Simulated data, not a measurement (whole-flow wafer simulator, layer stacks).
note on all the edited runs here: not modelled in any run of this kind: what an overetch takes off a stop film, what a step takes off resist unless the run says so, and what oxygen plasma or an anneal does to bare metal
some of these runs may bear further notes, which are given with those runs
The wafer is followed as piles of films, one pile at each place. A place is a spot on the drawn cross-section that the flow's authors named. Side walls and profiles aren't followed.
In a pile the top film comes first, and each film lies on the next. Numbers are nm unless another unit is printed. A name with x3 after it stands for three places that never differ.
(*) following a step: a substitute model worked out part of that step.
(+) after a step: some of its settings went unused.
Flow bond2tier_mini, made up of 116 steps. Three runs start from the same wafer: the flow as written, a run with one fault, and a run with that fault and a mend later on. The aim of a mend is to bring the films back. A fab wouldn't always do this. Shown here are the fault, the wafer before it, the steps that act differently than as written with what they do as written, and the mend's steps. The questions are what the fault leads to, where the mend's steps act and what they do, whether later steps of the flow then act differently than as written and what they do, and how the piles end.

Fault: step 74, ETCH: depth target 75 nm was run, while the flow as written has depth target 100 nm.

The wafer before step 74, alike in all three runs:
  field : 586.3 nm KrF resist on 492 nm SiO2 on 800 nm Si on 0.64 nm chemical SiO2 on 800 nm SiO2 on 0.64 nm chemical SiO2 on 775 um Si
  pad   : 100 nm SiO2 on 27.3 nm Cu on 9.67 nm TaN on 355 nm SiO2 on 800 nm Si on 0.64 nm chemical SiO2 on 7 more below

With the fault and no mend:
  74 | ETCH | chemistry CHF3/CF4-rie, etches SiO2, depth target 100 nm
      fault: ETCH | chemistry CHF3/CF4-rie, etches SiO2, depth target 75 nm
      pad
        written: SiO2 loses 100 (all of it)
        fault: SiO2 loses 75
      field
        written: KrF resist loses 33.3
        fault: KrF resist loses 25
  Later steps of the flow acting differently than as written (2 other steps are not shown; they differ only slightly, by no more than 2% or 0.5 nm, whichever is larger):
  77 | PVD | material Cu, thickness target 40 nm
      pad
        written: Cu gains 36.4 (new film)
        fault: Cu gains 37.3 (new film)
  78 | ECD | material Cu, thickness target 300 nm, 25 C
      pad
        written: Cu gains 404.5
        fault: Cu gains 378.4
  At pad, the piles at the end differ from the flow's by more than 2% or 0.5 nm, whichever is larger.
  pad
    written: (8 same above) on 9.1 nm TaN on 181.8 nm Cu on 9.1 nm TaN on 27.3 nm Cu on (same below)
    fault: (8 same above) on 9.1 nm TaN on 156.6 nm Cu on 9.32 nm TaN on 25 nm SiO2 on 27.3 nm Cu on (same below)

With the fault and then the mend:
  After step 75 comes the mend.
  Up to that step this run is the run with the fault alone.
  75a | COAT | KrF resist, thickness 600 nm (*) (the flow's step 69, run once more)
      field
        KrF resist gains 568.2 (new film)
      pad
        KrF resist gains 633.2 (new film)
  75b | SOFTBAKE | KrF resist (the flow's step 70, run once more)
      alters no film at any place that is followed
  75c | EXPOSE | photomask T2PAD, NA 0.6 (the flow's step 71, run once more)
      alters no film at any place that is followed
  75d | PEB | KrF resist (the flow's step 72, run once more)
      alters no film at any place that is followed
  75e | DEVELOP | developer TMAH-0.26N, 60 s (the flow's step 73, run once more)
      field
        KrF resist loses 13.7
      pad
        KrF resist loses 633.2 (all of it)
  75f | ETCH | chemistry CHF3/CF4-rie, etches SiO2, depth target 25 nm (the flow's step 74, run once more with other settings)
      field
        KrF resist loses 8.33
      pad
        SiO2 loses 25 (all of it)
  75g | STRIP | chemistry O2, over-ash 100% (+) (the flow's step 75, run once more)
      field
        KrF resist loses 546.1 (all of it)
  None of the later steps of the flow acts differently than as written at any place that is followed.
  By the end, the piles equal the flow's at every place that both follow.
